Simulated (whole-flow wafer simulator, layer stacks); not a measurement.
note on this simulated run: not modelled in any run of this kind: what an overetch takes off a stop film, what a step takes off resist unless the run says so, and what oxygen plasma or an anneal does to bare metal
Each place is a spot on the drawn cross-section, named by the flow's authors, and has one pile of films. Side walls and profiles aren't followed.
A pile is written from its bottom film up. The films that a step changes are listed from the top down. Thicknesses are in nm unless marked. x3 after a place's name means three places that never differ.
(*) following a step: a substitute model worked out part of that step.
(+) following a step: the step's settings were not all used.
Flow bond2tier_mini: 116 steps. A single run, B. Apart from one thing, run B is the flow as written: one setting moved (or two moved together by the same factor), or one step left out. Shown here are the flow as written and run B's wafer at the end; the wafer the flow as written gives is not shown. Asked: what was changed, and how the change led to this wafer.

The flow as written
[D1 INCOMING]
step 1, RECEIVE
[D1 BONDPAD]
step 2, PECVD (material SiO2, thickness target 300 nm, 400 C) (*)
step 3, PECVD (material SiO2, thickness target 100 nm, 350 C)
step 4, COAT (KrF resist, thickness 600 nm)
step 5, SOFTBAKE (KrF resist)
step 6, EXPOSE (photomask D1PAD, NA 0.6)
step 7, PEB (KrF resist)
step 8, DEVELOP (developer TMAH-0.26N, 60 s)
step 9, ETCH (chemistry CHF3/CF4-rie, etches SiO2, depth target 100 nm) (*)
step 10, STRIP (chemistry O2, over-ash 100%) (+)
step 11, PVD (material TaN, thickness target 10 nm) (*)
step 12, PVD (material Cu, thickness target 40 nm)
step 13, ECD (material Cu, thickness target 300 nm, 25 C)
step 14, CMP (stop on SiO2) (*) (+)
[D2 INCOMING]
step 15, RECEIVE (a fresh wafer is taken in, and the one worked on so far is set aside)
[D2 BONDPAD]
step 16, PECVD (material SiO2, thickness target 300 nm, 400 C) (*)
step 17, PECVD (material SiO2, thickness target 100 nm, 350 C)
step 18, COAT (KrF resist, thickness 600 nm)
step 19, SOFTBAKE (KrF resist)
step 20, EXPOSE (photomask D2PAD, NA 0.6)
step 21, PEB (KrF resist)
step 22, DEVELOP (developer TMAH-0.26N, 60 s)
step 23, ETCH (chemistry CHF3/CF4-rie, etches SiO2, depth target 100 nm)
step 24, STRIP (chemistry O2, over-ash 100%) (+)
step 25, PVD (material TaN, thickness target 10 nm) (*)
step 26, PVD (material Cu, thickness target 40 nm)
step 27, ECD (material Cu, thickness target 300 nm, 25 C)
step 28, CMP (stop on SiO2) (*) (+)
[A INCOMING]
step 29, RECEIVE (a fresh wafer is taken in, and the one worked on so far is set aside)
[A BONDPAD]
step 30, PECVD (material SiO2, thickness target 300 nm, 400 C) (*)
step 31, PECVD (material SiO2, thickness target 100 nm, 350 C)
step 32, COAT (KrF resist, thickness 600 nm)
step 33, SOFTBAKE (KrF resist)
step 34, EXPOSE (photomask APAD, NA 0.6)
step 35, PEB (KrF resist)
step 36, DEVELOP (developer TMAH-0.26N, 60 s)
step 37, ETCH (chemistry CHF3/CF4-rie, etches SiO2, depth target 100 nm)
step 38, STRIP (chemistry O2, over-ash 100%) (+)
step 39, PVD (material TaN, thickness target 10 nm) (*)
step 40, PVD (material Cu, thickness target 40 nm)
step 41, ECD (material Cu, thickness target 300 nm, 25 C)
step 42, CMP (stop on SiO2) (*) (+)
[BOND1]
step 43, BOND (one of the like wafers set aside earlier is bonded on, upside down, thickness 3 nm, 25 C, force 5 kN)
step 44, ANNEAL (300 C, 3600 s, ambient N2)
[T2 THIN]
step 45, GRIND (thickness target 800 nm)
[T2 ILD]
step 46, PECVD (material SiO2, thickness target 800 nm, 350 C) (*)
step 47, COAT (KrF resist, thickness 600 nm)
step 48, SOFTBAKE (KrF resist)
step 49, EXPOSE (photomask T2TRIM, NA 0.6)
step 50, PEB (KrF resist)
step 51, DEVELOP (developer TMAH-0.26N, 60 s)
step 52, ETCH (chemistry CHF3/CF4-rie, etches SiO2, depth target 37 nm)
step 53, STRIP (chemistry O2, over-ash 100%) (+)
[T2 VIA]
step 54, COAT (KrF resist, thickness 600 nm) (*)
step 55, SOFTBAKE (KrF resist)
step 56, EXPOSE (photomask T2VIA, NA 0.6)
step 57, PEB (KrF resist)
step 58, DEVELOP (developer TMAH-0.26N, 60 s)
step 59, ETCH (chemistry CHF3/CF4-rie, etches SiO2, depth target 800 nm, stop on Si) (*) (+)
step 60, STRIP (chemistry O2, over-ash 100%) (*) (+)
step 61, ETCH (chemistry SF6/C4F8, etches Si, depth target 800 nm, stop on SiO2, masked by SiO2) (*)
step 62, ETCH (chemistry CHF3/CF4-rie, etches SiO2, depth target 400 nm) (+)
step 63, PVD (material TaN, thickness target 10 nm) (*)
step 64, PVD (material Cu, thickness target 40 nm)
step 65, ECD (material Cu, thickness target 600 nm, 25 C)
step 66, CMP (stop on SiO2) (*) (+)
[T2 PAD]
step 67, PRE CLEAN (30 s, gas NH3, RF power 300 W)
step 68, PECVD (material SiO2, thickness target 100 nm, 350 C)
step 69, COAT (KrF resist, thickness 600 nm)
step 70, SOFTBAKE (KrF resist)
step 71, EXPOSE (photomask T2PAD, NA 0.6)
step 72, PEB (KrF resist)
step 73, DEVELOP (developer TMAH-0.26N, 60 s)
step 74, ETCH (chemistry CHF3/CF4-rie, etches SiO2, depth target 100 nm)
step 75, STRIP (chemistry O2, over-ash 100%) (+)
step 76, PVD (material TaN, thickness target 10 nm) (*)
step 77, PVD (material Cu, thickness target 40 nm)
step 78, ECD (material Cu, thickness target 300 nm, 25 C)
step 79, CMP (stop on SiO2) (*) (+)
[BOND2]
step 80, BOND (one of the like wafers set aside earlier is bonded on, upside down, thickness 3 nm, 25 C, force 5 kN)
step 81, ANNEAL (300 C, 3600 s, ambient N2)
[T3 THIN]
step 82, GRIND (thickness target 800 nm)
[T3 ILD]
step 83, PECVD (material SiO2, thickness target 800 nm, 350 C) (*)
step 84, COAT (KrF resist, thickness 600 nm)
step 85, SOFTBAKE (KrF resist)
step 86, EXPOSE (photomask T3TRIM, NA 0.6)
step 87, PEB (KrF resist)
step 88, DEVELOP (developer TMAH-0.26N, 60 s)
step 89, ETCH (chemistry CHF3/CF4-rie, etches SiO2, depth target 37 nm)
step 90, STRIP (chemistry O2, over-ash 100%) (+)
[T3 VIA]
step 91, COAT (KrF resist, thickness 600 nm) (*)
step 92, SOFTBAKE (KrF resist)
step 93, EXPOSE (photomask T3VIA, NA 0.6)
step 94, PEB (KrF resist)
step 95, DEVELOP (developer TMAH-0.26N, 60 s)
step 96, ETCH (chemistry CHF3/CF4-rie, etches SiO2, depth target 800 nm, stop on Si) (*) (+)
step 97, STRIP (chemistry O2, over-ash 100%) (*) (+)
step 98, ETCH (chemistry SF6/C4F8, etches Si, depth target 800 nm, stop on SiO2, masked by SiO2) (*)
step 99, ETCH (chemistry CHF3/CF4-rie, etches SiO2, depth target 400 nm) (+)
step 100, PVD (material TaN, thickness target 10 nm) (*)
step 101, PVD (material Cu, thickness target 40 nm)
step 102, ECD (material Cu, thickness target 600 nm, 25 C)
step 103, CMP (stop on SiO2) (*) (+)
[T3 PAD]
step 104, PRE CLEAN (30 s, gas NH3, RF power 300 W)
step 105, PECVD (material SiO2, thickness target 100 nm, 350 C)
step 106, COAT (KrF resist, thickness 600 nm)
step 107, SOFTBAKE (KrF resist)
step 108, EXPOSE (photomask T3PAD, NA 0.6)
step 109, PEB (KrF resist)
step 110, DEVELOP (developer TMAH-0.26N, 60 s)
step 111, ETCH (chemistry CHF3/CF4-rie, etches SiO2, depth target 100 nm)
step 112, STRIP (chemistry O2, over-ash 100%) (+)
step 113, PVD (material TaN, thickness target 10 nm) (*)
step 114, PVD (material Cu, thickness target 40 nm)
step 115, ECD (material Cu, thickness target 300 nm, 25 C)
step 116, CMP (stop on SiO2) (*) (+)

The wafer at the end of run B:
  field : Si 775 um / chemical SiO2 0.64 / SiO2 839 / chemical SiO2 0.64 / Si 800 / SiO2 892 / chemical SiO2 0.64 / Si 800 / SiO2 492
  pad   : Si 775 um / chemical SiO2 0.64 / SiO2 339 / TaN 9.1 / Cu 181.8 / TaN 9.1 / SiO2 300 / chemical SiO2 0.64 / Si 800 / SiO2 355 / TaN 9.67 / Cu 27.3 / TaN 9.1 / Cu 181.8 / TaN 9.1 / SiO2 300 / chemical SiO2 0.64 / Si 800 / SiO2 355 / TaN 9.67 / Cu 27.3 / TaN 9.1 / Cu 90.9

The reason: step 31, PECVD: thickness target 139 nm was run, whereas the flow has thickness target 100 nm.

The path from the change to this, step by step:
  step 31, PECVD (material SiO2, thickness target 100 nm, 350 C)
      field, pad, via: +139 SiO2 (in the flow as written it would be: +100 SiO2)
